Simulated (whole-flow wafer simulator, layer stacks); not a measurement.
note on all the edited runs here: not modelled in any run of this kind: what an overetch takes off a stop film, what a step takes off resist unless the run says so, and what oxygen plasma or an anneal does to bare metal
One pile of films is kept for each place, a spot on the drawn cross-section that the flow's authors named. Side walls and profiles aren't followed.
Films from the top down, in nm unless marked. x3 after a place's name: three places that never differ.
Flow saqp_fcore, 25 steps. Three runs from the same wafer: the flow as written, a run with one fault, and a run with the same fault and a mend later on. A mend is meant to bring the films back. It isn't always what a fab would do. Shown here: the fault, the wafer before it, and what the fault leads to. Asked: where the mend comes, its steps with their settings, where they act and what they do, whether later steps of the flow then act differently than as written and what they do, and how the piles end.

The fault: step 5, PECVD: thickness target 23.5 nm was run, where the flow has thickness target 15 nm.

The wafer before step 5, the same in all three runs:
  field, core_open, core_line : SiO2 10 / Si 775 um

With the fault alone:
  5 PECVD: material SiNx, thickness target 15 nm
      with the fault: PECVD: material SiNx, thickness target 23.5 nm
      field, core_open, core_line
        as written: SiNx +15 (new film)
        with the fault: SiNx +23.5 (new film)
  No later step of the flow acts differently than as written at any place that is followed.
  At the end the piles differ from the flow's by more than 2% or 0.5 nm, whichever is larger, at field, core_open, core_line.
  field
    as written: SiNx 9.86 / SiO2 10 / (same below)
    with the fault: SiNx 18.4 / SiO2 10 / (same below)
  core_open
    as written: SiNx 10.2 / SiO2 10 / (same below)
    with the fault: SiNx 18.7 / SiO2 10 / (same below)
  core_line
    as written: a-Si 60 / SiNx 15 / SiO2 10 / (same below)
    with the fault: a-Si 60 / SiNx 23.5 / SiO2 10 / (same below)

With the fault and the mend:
  The mend comes after step 5.
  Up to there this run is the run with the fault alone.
  5a ETCH: chemistry h3po4, depth target 27.02 nm
      field, core_open, core_line
        SiNx -23.5 (all of it)
  5b PECVD: material SiNx, thickness target 15 nm (the flow's step 5 once more)
      field, core_open, core_line
        SiNx +15 (new film)
  No later step of the flow acts differently than as written at any place that is followed.
  At the end the piles are the same as the flow's at every place that both follow.
